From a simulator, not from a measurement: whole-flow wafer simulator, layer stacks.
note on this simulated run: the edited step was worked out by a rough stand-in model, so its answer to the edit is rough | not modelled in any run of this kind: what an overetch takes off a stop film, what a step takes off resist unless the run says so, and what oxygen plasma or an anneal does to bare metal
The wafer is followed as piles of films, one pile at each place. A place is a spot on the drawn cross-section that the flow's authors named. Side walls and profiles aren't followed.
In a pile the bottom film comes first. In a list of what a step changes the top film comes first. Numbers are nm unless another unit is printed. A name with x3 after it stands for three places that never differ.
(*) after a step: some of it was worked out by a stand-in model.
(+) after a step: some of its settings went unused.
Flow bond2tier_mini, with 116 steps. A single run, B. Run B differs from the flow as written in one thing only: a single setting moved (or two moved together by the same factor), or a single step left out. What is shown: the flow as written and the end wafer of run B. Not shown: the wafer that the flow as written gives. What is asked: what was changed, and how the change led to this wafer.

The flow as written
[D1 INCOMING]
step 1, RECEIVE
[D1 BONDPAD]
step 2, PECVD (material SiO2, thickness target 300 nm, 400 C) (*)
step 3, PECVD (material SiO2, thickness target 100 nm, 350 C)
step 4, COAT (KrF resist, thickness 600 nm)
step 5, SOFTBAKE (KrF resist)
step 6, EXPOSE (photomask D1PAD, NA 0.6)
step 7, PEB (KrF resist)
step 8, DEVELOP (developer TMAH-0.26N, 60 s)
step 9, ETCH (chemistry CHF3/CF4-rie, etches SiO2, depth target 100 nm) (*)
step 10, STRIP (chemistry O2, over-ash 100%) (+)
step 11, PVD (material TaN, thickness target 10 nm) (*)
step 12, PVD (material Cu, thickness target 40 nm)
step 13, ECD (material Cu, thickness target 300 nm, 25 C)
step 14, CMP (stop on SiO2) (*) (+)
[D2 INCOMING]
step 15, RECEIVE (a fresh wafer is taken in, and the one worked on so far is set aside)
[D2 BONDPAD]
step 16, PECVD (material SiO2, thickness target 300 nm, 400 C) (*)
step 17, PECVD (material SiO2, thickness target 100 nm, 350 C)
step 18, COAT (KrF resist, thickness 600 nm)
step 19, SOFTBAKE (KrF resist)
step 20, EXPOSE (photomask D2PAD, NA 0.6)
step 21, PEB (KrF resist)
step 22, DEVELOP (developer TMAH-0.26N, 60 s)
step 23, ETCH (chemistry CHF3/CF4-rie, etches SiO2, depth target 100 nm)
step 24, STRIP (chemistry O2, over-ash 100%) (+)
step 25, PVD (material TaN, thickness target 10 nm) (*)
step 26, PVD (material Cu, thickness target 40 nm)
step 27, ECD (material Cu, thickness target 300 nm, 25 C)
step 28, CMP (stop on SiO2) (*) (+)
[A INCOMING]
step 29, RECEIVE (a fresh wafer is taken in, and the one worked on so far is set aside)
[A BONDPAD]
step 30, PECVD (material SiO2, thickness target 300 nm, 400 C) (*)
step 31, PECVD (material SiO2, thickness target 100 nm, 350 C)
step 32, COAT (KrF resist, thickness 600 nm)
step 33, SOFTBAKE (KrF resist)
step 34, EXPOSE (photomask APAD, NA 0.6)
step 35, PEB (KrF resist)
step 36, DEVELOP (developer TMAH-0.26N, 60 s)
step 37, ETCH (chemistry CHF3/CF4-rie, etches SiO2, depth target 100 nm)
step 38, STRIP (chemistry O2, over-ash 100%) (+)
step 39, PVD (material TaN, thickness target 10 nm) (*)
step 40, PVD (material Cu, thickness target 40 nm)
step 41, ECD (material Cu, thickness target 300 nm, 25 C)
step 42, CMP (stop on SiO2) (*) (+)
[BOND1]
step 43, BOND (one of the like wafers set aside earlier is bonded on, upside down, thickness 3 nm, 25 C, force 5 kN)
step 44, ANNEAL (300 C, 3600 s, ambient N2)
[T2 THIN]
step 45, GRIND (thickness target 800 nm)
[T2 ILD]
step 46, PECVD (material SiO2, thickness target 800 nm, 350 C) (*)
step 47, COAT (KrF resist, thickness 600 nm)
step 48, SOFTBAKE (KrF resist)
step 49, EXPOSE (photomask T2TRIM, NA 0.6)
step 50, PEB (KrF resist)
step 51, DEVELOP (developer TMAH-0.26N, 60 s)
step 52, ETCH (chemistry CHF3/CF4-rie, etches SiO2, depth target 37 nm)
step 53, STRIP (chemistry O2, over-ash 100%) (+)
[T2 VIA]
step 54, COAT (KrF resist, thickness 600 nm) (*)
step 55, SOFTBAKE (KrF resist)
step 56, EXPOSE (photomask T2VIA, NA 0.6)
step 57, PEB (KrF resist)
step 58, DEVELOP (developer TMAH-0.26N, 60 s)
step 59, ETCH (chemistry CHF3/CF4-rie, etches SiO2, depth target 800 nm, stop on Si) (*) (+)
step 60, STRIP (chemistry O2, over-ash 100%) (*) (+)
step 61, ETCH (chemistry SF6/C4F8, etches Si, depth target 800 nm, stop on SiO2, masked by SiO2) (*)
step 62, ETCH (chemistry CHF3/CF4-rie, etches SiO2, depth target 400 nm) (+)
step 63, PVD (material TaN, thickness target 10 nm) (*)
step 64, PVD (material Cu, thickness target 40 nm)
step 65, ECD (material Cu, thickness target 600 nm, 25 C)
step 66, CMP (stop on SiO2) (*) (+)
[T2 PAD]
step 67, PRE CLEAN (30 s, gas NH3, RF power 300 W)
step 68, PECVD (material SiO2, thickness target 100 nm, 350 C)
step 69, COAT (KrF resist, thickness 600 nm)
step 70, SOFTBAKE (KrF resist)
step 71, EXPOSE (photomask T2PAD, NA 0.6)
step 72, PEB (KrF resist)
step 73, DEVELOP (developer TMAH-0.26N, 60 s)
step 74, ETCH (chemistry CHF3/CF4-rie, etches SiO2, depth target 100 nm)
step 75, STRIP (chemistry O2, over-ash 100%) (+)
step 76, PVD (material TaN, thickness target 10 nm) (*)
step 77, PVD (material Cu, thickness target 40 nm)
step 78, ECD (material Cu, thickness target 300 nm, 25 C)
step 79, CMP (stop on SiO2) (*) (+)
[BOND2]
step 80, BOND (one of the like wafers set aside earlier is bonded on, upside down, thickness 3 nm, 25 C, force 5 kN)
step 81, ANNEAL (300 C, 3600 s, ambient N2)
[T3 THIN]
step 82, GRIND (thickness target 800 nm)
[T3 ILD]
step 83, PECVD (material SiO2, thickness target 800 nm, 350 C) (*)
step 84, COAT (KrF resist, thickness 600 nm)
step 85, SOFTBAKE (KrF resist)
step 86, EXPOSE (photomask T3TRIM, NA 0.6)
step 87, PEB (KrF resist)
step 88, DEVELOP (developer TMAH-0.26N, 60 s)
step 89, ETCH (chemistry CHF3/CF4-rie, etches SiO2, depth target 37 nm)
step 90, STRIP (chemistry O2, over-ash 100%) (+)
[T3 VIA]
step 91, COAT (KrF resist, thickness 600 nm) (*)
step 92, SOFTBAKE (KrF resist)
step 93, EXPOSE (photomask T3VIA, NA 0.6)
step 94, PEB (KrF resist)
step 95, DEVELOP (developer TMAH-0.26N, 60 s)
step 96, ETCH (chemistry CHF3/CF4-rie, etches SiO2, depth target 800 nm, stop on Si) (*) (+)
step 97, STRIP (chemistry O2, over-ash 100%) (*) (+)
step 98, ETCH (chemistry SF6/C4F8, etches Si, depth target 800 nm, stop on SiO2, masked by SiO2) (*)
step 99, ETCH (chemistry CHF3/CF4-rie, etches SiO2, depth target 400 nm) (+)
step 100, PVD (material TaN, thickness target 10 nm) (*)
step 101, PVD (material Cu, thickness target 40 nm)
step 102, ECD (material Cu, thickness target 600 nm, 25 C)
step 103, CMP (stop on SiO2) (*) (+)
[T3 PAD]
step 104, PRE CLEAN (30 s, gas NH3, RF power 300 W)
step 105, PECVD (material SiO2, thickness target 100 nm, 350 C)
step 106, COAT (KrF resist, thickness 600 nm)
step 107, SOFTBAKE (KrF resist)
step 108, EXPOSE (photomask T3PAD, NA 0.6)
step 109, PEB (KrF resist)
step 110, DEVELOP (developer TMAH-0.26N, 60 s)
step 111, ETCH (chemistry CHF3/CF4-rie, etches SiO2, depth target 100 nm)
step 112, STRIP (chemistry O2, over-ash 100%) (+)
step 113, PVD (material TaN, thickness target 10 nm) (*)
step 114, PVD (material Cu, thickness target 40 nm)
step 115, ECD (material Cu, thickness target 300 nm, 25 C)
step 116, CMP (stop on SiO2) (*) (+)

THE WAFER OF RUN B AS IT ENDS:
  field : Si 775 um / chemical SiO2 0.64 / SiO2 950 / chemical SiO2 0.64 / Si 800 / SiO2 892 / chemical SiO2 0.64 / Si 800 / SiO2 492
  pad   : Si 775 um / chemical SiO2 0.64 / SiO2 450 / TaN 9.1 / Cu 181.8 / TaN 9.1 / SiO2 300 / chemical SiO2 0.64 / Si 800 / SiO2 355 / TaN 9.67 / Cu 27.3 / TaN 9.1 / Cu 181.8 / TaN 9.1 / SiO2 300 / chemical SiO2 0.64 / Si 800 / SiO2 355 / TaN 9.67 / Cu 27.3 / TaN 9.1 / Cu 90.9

Cause: step 30, PECVD: thickness target 450 nm was run, though the flow has thickness target 300 nm.
The wafer itself shows it: pad has SiO2 450, and step 30 as written asks for 300 nm.

The path from the change to this, step by step:
  step 30, PECVD (material SiO2, thickness target 300 nm, 400 C) (*)
      field, pad, via: +450 SiO2 (new film) (it would be, as written: +300 SiO2 (new film))
